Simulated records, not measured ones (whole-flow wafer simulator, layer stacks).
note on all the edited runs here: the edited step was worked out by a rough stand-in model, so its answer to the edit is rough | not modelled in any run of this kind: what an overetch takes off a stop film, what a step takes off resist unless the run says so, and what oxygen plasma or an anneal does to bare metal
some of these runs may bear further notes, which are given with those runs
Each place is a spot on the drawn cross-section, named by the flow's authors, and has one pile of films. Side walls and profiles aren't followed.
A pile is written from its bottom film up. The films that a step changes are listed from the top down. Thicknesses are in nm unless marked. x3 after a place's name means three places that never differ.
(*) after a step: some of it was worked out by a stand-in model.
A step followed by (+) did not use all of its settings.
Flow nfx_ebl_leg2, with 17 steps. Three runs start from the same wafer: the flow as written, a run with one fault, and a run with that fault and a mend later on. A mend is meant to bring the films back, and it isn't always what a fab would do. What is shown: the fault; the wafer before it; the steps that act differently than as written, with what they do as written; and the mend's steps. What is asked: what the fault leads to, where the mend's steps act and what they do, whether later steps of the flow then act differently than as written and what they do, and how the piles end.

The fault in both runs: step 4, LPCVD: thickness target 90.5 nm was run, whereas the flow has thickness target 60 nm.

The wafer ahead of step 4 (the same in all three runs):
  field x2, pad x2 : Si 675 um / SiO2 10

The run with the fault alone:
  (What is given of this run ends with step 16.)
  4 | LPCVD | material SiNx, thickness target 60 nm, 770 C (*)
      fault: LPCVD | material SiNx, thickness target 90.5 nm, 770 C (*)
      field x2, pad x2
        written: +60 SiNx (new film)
        fault: +90.5 SiNx (new film)
  Steps further on in the flow that do not act as written:
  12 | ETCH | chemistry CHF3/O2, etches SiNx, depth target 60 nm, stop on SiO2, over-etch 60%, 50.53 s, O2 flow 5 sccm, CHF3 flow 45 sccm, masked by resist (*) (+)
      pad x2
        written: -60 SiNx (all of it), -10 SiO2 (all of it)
        fault: -90.5 SiNx (all of it), -2.75 SiO2
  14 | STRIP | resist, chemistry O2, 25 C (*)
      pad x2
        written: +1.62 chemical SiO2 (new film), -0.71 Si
        fault: nothing
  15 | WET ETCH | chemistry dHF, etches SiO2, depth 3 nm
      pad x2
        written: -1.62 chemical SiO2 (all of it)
        fault: -3 SiO2
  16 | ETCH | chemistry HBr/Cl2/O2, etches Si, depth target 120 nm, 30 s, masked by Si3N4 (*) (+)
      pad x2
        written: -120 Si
        fault: -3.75 SiO2
  After step 16, at field x2, the piles differ from the flow's by more than 2% or 0.5 nm, whichever is larger.
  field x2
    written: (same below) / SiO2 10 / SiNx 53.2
    fault: (same below) / SiO2 10 / SiNx 83.7

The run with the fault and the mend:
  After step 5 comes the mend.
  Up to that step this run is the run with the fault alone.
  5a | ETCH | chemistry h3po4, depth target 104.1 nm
      field x2, pad x2
        -90.5 SiNx (all of it)
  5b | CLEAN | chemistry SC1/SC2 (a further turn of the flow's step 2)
      does not change any film at any place that is followed
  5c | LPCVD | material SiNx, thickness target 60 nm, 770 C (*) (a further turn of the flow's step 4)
      field x2, pad x2
        +60 SiNx (new film)
  Later steps of the flow that are run all act as written at every place that is followed.
  At every place that both follow, the piles at the end match the flow's.
